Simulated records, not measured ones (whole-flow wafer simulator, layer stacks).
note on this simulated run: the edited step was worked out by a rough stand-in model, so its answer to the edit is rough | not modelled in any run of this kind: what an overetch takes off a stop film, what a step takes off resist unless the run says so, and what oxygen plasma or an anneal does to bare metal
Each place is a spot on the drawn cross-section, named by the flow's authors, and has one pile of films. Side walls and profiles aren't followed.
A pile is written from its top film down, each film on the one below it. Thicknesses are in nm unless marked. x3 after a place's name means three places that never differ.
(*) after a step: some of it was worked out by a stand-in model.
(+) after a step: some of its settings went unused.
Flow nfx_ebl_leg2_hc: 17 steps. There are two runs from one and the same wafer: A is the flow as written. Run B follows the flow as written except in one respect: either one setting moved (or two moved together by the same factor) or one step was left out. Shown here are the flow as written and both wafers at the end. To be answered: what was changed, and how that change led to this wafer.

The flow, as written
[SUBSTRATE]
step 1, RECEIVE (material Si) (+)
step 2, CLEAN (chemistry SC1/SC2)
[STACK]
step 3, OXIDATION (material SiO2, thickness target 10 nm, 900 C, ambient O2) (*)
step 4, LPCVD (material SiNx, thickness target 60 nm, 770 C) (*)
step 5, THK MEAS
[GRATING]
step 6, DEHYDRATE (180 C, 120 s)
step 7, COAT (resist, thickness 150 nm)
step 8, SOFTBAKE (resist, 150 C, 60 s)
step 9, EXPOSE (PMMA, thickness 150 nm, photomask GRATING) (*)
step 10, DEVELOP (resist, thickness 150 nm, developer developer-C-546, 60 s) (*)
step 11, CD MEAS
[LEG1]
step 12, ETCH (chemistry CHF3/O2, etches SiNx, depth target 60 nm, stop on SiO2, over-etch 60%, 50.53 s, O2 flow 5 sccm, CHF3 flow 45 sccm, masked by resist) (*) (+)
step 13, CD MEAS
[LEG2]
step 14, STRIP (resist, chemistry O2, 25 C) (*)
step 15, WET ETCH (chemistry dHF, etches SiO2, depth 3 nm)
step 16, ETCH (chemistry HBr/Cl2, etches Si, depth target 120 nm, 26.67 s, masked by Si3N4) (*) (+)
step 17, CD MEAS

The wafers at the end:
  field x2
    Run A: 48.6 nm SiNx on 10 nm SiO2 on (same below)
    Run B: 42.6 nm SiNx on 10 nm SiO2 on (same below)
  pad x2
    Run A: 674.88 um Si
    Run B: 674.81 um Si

Cause: step 16, ETCH: depth target 183 nm was run, whereas the flow has depth target 120 nm; step 16, ETCH: 40.67 s was run, where the flow has 26.67 s.

How this came from the change, step by step:
  step 16, ETCH (chemistry HBr/Cl2, etches Si, depth target 120 nm, 26.67 s, masked by Si3N4) (*) (+)
      field x2: A -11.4 SiNx | B -17.4 SiNx
      pad x2: A -120 Si | B -183 Si
